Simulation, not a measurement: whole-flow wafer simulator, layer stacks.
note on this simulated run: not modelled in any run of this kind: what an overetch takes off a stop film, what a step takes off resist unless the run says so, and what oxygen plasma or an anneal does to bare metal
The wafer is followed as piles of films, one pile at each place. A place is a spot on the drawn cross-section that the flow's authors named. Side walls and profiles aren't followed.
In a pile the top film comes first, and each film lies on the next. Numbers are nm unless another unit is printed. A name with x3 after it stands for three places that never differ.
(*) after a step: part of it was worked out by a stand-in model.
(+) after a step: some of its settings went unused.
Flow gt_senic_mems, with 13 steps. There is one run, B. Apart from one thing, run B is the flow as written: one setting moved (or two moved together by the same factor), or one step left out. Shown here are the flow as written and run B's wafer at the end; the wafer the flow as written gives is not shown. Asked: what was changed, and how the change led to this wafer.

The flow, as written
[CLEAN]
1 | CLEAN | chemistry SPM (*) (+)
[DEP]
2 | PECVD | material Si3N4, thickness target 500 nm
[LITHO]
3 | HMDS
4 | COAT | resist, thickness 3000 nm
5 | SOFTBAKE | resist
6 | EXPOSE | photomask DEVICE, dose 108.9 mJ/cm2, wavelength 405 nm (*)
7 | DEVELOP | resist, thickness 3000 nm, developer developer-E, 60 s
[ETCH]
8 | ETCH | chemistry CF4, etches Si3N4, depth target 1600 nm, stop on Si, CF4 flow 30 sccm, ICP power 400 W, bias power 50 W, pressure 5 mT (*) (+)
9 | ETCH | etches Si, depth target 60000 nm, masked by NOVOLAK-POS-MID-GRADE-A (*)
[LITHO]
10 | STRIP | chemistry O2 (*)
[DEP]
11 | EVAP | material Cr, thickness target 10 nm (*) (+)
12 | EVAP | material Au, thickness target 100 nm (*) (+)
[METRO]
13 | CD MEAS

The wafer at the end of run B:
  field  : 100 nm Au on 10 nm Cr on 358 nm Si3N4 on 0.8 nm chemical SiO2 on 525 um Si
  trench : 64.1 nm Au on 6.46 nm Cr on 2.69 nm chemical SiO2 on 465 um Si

Cause: step 2, PECVD: thickness target 358 nm was run, whereas the flow has thickness target 500 nm.
The wafer lets one read it off: field has Si3N4 358, and step 2 as written asks for 500 nm.

How this came from the change, step by step:
  2 | PECVD | material Si3N4, thickness target 500 nm
      field, trench: +358 Si3N4 (new film) (in the flow as written it would be: +500 Si3N4 (new film))
  8 | ETCH | chemistry CF4, etches Si3N4, depth target 1600 nm, stop on Si, CF4 flow 30 sccm, ICP power 400 W, bias power 50 W, pressure 5 mT (*) (+)
      field: -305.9 resist (in the flow as written it would be: -400.5 resist)
      trench: -358 Si3N4 (all of it), -0.8 chemical SiO2 (all of it) (in the flow as written it would be: -500 Si3N4 (all of it), -0.8 chemical SiO2 (all of it))
  10 | STRIP | chemistry O2 (*)
      field: -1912 resist (all of it) (in the flow as written it would be: -1817.3 resist (all of it))
